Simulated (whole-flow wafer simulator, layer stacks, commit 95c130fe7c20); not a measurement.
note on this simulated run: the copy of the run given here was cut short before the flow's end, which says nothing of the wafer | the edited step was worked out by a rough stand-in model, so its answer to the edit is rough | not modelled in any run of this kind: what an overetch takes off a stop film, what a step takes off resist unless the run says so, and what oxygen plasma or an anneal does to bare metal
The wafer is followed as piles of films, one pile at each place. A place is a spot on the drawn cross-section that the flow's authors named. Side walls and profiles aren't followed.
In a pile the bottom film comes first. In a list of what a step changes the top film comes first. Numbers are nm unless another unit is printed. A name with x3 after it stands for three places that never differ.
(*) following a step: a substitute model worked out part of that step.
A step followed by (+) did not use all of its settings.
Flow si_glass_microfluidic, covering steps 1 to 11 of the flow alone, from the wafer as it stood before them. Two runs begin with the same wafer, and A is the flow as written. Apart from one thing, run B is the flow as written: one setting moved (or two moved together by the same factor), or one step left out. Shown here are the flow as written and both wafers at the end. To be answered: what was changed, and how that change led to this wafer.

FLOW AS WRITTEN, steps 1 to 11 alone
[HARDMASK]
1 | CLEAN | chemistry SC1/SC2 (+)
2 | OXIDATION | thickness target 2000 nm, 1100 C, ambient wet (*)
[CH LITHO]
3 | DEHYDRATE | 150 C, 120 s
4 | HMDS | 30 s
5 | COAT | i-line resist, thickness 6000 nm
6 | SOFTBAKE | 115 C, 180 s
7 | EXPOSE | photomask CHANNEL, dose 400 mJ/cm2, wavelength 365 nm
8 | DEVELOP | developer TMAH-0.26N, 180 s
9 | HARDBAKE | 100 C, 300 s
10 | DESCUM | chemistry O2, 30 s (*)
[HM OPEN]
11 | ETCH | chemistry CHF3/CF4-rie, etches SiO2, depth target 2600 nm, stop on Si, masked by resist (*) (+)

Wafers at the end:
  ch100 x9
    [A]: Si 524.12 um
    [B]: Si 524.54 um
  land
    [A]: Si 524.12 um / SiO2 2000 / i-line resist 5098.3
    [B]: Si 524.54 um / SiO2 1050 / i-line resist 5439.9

The reason: step 2, OXIDATION: thickness target 1050 nm was run, while the flow as written has thickness target 2000 nm.
The wafer lets one read it off: land has SiO2 1050, and step 2 as written asks for 2000 nm.

Step by step, how the change led to this:
  2 | OXIDATION | thickness target 2000 nm, 1100 C, ambient wet (*)
      land, ch100 x9: A +2000 SiO2 (new film), -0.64 chemical SiO2 (all of it), -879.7 Si | B +1050 SiO2 (new film), -0.64 chemical SiO2 (all of it), -461.7 Si
  11 | ETCH | chemistry CHF3/CF4-rie, etches SiO2, depth target 2600 nm, stop on Si, masked by resist (*) (+)
      ch100 x9: A -2000 SiO2 (all of it) | B -1050 SiO2 (all of it)
      land: A -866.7 i-line resist | B -525 i-line resist
